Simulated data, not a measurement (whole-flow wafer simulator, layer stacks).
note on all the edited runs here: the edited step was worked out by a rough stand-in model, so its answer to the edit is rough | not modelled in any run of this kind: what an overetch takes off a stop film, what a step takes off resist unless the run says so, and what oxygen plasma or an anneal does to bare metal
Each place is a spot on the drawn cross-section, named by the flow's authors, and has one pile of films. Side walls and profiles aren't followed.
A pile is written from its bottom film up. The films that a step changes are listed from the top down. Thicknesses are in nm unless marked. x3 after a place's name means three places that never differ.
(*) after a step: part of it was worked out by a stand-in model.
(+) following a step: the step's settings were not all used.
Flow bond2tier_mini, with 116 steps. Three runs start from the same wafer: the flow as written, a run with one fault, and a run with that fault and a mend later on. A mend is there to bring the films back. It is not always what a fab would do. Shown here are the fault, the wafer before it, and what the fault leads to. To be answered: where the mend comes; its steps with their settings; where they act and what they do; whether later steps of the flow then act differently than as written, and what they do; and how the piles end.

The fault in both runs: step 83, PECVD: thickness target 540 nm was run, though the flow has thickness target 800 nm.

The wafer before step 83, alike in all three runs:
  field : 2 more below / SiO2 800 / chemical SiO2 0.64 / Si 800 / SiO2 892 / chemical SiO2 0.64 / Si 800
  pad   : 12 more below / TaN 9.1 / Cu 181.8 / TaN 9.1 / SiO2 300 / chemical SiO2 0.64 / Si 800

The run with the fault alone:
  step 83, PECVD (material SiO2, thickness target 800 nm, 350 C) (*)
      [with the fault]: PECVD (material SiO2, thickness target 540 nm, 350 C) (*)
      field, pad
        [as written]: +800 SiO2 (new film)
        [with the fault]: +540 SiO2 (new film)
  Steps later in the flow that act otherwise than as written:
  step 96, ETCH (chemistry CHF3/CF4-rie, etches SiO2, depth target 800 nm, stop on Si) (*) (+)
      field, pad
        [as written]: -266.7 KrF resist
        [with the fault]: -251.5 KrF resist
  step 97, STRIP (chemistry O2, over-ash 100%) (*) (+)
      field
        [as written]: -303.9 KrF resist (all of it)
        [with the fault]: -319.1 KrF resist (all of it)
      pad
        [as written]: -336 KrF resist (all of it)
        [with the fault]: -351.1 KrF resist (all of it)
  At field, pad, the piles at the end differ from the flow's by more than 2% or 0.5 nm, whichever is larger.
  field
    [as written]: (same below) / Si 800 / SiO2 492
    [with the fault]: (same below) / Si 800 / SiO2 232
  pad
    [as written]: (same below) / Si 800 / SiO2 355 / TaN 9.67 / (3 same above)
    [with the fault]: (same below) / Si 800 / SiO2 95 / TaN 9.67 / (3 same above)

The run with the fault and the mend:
  After step 88 comes the mend.
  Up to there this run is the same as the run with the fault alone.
  step 88a, STRIP (chemistry O2, over-ash 100%) (+)
      field
        -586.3 KrF resist (all of it)
  step 88b, PECVD (material SiO2, thickness target 260 nm, 350 C) (the flow's step 83, run once more with other settings)
      field, pad
        +260 SiO2
  step 88c, COAT (KrF resist, thickness 600 nm) (the flow's step 84, run once more)
      field, pad
        +600 KrF resist (new film)
  step 88d, SOFTBAKE (KrF resist) (the flow's step 85, run once more)
      leaves every film unchanged at each place that is followed
  step 88e, EXPOSE (photomask T3TRIM, NA 0.6) (the flow's step 86, run once more)
      leaves every film unchanged at each place that is followed
  step 88f, PEB (KrF resist) (the flow's step 87, run once more)
      leaves every film unchanged at each place that is followed
  step 88g, DEVELOP (developer TMAH-0.26N, 60 s) (the flow's step 88, run once more)
      field
        -13.7 KrF resist
      pad
        -600 KrF resist (all of it)
  None of the later steps of the flow acts differently than as written at any place that is followed.
  The piles end the same as the flow's at every place that both follow.
